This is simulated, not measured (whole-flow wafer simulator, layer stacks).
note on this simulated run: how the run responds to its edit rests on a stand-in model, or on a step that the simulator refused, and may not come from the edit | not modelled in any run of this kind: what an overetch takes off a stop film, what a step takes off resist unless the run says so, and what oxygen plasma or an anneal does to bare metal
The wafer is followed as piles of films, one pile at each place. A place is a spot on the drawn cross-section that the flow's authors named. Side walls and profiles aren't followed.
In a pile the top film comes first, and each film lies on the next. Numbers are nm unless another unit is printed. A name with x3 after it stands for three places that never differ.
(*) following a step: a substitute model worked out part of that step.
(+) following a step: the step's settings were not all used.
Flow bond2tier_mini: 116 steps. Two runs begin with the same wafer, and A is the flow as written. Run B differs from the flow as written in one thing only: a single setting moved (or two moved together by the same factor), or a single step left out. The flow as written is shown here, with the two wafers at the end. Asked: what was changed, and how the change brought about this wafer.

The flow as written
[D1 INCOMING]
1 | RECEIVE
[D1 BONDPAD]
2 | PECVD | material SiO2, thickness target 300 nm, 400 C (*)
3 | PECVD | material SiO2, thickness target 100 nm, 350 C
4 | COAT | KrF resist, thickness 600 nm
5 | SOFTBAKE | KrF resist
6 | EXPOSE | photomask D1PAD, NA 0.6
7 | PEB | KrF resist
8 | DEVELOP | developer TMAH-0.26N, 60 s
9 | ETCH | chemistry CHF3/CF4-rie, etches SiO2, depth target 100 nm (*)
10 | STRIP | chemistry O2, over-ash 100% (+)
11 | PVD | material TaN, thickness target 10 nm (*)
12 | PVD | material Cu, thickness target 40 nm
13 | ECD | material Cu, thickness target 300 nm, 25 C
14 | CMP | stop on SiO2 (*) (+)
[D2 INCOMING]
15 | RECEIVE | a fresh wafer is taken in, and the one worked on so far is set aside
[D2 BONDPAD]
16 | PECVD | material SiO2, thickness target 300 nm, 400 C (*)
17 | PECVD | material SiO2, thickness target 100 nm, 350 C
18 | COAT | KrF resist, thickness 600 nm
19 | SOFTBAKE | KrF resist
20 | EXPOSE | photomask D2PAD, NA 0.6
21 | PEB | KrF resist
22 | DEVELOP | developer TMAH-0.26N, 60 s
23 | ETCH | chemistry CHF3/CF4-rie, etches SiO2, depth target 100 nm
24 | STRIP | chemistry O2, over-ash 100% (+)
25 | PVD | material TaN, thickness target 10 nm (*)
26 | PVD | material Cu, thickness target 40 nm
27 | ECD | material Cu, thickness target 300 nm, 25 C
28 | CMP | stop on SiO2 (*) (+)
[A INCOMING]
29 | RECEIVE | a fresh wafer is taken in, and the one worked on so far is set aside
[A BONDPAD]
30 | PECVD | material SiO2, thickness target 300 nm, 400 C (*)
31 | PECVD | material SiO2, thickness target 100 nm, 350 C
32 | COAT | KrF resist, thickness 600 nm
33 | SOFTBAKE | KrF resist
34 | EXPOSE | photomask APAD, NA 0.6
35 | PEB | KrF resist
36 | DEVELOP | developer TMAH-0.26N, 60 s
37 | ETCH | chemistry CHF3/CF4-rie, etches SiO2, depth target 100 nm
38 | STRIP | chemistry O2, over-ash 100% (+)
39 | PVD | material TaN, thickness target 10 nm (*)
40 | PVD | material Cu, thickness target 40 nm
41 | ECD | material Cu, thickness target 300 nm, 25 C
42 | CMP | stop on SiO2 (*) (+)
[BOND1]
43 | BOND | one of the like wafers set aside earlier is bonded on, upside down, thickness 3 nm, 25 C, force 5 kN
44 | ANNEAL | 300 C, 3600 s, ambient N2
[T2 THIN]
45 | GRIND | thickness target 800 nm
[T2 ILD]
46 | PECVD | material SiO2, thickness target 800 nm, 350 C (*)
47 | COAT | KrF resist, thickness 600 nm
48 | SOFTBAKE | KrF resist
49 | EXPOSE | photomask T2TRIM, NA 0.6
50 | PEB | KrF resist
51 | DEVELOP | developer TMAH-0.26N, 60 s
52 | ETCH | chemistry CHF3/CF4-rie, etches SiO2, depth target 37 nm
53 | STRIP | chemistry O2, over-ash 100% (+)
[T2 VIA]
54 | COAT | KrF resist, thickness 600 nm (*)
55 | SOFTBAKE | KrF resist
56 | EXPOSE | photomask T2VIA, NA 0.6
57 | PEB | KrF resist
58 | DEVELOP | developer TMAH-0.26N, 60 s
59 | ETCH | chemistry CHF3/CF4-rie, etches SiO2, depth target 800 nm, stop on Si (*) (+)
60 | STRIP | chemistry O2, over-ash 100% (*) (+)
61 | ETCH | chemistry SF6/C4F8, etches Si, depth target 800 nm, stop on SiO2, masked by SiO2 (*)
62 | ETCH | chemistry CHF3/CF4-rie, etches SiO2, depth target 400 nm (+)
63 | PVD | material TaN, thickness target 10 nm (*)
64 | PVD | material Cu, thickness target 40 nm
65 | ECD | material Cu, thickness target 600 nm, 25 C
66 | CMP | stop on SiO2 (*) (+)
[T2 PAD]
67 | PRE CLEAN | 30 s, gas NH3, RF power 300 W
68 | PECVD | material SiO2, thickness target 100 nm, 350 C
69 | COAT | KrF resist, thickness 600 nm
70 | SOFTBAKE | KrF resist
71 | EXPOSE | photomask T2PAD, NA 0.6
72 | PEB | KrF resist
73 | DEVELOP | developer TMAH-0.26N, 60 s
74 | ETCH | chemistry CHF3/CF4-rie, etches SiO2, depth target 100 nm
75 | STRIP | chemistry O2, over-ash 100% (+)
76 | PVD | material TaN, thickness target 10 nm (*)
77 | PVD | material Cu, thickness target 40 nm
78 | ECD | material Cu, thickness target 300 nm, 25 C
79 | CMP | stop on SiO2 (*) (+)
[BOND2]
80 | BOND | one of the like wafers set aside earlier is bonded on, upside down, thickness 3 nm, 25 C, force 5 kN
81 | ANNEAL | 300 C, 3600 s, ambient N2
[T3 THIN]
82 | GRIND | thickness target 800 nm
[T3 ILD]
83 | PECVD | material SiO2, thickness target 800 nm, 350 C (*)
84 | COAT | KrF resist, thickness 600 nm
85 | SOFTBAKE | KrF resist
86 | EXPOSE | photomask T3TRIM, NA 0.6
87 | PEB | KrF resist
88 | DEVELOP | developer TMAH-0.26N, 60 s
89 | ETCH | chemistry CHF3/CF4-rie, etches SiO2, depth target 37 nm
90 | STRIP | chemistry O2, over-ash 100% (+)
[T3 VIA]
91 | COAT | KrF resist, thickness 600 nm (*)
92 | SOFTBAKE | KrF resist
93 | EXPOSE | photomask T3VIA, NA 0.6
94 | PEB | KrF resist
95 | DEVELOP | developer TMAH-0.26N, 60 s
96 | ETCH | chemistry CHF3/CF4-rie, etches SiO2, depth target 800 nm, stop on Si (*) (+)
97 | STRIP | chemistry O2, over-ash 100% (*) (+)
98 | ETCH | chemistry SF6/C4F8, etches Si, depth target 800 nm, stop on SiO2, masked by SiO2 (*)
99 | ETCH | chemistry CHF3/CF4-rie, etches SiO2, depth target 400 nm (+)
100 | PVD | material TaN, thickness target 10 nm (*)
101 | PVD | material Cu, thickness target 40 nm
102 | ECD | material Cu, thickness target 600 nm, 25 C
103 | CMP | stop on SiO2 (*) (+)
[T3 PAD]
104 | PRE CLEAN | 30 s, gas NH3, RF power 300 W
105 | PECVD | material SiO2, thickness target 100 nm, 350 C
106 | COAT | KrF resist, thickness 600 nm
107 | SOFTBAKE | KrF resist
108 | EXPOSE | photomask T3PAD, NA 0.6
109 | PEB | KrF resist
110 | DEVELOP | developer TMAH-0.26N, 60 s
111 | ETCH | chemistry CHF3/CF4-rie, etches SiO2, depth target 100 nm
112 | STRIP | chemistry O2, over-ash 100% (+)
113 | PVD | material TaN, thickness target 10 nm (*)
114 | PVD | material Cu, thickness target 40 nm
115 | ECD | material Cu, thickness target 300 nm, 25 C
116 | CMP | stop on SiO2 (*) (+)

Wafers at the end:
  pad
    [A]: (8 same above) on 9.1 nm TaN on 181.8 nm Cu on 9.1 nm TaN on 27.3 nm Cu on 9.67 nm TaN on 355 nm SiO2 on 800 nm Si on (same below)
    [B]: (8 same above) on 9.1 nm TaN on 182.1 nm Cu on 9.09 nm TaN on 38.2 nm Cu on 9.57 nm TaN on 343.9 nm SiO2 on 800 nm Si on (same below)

The reason: step 52, ETCH: depth target 48.1 nm was run, though the flow has depth target 37 nm.

The path from the change to this, step by step:
  52 | ETCH | chemistry CHF3/CF4-rie, etches SiO2, depth target 37 nm
      pad, via: A SiO2 loses 37 | B SiO2 loses 48.1
      field: A KrF resist loses 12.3 | B KrF resist loses 16
